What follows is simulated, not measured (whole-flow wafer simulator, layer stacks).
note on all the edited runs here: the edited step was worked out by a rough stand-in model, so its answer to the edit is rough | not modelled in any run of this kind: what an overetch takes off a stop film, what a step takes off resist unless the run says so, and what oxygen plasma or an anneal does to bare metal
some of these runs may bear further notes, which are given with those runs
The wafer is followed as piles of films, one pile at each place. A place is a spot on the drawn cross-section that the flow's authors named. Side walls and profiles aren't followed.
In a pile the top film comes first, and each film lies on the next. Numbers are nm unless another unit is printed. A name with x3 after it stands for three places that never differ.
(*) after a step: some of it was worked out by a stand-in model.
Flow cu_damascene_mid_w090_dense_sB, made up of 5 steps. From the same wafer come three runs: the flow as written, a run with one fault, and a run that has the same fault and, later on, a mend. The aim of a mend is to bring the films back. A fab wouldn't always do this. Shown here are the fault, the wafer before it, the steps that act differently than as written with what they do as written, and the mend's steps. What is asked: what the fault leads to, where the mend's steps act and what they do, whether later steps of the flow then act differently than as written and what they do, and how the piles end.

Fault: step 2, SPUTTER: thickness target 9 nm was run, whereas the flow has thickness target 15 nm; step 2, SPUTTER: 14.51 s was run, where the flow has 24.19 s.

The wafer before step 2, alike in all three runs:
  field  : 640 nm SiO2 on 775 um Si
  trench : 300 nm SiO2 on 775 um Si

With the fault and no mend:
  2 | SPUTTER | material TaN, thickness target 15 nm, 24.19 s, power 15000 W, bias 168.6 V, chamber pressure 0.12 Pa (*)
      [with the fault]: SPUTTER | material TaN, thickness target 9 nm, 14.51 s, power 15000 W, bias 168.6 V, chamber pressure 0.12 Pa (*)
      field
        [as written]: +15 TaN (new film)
        [with the fault]: +9 TaN (new film)
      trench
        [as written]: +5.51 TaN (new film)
        [with the fault]: +3.31 TaN (new film)
  Steps later in the flow that act otherwise than as written (2 more steps, not shown, differ only slightly: by at most 2% or 0.5 nm, whichever is larger):
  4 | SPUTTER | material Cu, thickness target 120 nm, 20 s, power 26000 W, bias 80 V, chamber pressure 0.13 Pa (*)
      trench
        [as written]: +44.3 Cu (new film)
        [with the fault]: +45.3 Cu (new film)
  By the end, the piles at field, trench depart from the flow's by more than 2% or 0.5 nm, whichever is larger.
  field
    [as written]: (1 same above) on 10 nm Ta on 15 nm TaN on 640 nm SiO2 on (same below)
    [with the fault]: (1 same above) on 10 nm Ta on 9 nm TaN on 640 nm SiO2 on (same below)
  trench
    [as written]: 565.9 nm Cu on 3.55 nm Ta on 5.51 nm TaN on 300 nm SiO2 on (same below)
    [with the fault]: 562.1 nm Cu on 3.64 nm Ta on 3.31 nm TaN on 300 nm SiO2 on (same below)

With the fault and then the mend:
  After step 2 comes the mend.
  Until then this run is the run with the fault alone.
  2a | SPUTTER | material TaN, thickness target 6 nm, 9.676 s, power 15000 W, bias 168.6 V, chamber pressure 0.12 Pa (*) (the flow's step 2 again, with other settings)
      field
        +6 TaN
      trench
        +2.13 TaN
  Every later step of the flow that is run acts as written, at every place that is followed, to within 2% or 0.5 nm, whichever is larger.
  When the end is reached, the piles differ only a little from the flow's at the places that both follow, at most by 2% or 0.5 nm, whichever is larger.
